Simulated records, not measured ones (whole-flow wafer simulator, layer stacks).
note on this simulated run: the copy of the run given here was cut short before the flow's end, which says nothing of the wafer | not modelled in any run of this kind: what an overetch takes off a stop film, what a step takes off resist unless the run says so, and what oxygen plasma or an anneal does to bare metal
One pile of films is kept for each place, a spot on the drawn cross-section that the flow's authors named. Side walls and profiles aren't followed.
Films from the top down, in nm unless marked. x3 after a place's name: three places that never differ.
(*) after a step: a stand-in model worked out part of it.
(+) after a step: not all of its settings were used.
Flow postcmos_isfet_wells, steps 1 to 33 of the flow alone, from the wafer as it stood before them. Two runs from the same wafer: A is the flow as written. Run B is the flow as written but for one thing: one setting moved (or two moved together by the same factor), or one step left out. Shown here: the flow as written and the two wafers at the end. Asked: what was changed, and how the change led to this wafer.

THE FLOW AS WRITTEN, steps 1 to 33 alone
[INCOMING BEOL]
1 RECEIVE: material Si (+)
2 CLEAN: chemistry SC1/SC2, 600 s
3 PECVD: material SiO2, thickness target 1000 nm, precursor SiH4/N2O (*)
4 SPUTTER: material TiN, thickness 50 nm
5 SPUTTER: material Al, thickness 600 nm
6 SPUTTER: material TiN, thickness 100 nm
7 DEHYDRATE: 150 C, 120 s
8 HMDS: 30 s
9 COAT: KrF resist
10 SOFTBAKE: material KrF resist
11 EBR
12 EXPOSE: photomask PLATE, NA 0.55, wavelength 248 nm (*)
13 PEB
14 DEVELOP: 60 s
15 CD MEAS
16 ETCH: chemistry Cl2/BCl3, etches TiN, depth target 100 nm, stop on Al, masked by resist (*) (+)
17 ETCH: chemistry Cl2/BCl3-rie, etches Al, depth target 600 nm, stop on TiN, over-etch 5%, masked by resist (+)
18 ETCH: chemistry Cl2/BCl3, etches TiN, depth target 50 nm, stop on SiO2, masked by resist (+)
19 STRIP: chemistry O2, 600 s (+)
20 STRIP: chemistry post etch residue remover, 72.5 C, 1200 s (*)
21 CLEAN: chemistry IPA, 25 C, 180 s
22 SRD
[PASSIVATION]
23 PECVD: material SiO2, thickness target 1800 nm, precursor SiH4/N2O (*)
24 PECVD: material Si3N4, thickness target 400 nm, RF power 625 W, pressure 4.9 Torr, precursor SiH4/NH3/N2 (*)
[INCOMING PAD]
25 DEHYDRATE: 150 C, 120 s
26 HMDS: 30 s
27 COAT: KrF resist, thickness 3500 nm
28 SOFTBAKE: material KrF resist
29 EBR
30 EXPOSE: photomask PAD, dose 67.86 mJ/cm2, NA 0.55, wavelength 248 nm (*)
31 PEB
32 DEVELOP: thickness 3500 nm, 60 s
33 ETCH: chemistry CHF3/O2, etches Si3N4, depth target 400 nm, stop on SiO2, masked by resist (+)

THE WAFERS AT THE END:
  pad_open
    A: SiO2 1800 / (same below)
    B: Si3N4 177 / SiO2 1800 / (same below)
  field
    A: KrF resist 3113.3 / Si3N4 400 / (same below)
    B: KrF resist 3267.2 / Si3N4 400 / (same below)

The cause: step 33, ETCH: depth target 223 nm was run, where the flow has depth target 400 nm.

How the change led to this, step by step:
  33 ETCH: chemistry CHF3/O2, etches Si3N4, depth target 400 nm, stop on SiO2, masked by resist (+)
      pad_open: A Si3N4 -400 (all of it) | B Si3N4 -223
      field, margin x7: A KrF resist -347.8 | B KrF resist -193.9
